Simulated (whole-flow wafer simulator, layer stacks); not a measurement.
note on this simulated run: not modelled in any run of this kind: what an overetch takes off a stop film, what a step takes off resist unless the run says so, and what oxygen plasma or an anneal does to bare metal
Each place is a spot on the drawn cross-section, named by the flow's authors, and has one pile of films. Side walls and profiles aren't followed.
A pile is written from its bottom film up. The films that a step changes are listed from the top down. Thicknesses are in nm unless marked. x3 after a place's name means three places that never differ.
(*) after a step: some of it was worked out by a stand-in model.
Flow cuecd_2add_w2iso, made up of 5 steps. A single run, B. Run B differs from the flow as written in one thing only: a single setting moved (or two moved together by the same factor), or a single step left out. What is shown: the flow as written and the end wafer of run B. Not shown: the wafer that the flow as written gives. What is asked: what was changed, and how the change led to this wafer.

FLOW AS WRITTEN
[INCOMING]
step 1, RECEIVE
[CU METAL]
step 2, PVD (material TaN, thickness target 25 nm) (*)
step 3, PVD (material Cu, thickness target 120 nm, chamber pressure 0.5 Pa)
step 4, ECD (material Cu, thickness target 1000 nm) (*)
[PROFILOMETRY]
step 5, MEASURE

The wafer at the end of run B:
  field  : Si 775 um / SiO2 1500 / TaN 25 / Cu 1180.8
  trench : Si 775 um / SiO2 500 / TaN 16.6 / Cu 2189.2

What caused this: step 3, PVD: thickness target 180.8 nm was run, while the flow as written has thickness target 120 nm.

The path from the change to this, step by step:
  step 3, PVD (material Cu, thickness target 120 nm, chamber pressure 0.5 Pa)
      field: Cu gains 180.8 (new film) (it would be, as written: Cu gains 120 (new film))
      trench: Cu gains 121.3 (new film) (it would be, as written: Cu gains 80.8 (new film))
